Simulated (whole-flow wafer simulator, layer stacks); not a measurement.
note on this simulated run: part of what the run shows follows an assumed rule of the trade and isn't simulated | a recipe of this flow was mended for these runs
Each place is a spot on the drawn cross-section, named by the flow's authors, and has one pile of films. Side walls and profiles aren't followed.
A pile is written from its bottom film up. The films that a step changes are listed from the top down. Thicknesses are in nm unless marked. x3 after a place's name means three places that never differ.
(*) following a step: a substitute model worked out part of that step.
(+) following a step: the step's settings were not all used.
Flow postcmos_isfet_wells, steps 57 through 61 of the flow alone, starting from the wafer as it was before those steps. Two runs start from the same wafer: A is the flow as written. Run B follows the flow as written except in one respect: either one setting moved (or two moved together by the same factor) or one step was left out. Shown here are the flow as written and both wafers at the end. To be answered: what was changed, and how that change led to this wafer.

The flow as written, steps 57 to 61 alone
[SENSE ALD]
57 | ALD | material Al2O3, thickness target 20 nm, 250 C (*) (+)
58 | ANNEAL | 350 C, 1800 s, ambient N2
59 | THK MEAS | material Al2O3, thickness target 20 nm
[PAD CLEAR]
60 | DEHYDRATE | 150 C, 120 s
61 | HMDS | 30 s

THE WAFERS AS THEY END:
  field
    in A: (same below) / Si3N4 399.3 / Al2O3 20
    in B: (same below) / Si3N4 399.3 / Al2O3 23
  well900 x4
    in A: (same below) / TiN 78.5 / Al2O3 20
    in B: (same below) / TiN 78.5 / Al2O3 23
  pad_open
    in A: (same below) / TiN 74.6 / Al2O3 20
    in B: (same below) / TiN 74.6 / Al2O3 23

The reason: step 57, ALD: thickness target 23 nm was run, though the flow has thickness target 20 nm.
The wafer lets one read it off: field has Al2O3 23, and step 57 as written asks for 20 nm.

How this came from the change, step by step:
  57 | ALD | material Al2O3, thickness target 20 nm, 250 C (*) (+)
      field, margin x3, well900 x4, pad_open: A Al2O3 gains 20 (new film) | B Al2O3 gains 23 (new film)
